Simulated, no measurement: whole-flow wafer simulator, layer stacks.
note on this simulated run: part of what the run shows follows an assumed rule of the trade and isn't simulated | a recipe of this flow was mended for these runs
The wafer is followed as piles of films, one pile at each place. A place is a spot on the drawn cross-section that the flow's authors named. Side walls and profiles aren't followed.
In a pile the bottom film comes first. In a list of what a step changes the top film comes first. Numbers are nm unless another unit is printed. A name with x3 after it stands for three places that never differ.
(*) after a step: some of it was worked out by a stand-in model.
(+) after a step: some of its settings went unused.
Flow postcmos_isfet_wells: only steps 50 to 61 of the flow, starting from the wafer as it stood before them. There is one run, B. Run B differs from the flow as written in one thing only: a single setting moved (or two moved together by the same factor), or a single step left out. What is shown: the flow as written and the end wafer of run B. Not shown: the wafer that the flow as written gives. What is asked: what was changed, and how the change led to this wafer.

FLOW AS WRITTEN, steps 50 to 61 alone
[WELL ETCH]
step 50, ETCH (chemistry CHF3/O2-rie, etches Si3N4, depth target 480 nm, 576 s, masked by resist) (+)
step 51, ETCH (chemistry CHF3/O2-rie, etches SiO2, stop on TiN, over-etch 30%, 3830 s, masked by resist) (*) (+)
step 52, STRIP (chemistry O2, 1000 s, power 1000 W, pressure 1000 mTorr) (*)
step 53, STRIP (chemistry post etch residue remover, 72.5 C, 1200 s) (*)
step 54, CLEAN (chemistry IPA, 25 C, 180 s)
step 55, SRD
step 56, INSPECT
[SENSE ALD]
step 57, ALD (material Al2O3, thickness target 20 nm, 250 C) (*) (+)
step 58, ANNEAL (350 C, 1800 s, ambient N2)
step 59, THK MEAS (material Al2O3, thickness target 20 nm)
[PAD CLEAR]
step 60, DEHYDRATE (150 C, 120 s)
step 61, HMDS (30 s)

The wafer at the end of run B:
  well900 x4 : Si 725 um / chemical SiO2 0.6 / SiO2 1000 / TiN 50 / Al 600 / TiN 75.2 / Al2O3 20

What caused this: step 51, ETCH: over-etch 34.8% was run, though the flow has over-etch 30%.

How this came from the change, step by step:
  step 51, ETCH (chemistry CHF3/O2-rie, etches SiO2, stop on TiN, over-etch 30%, 3830 s, masked by resist) (*) (+)
      well900 x4: SiO2 loses 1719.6 (all of it), TiN loses 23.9 (in the flow as written it would be: SiO2 loses 1719.6 (all of it), TiN loses 20.6)
